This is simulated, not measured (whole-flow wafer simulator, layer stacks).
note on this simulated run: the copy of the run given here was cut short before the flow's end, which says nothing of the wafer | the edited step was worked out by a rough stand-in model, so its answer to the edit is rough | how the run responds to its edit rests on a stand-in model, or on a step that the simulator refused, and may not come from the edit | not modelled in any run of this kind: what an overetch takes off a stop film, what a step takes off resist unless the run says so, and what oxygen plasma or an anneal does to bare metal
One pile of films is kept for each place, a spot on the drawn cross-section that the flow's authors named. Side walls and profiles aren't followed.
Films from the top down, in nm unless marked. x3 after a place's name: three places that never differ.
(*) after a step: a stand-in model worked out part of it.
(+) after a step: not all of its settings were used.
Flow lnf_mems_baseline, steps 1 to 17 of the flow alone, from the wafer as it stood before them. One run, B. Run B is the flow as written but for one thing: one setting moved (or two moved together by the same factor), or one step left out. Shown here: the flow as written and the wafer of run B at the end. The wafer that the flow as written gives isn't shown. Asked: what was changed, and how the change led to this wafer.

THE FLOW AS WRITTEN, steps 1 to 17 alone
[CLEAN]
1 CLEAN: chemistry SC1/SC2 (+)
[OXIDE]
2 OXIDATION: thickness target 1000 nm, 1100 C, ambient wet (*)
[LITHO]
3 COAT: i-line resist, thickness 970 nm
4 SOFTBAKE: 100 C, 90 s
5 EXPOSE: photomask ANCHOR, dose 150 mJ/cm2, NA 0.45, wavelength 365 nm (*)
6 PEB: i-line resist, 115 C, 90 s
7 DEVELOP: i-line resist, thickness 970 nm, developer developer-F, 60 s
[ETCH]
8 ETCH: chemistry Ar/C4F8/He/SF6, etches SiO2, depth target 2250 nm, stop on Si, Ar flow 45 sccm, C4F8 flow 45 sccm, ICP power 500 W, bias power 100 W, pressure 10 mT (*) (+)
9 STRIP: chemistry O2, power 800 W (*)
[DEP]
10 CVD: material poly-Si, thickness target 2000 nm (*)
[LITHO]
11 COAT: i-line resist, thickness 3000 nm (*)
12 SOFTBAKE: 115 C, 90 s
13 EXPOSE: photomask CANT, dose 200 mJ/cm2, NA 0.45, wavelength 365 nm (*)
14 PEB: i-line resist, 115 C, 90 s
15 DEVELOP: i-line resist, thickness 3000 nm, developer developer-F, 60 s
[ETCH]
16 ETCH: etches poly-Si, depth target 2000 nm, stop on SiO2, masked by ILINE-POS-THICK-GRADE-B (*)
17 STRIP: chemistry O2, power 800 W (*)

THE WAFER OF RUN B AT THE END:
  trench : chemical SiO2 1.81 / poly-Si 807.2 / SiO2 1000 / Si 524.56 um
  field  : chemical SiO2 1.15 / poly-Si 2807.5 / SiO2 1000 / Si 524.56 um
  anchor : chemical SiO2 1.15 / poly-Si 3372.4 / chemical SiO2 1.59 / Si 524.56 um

The cause: step 10, CVD: thickness target 2808 nm was run, where the flow has thickness target 2000 nm.

How the change led to this, step by step:
  10 CVD: material poly-Si, thickness target 2000 nm (*)
      field, beam, trench, char_slit: poly-Si +2808 (new film) (as written it would be: poly-Si +2000 (new film))
      anchor: poly-Si +3372.9 (new film) (as written it would be: poly-Si +2322 (new film))
  11 COAT: i-line resist, thickness 3000 nm (*)
      anchor: i-line resist +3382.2 (new film) (as written it would be: i-line resist +3611.6 (new film))
  12 SOFTBAKE: 115 C, 90 s
      field: i-line resist -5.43 (as written it would be: i-line resist -6.66)
      anchor: i-line resist +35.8 (as written it would be: i-line resist +45.4)
      (and at 2 more places)
  14 PEB: i-line resist, 115 C, 90 s
      anchor: i-line resist -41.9 (as written it would be: i-line resist -46.1)
  16 ETCH: etches poly-Si, depth target 2000 nm, stop on SiO2, masked by ILINE-POS-THICK-GRADE-B (*)
      trench, char_slit: poly-Si -2000 (as written it would be: poly-Si -2000 (all of it))
  17 STRIP: chemistry O2, power 800 W (*)
      trench, char_slit: chemical SiO2 +1.81 (new film), poly-Si -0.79 (as written it would be: nothing)
      anchor: chemical SiO2 +1.15 (new film), i-line resist -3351 (all of it), poly-Si -0.51 (as written it would be: chemical SiO2 +1.17 (new film), i-line resist -3585.8 (all of it), poly-Si -0.52)
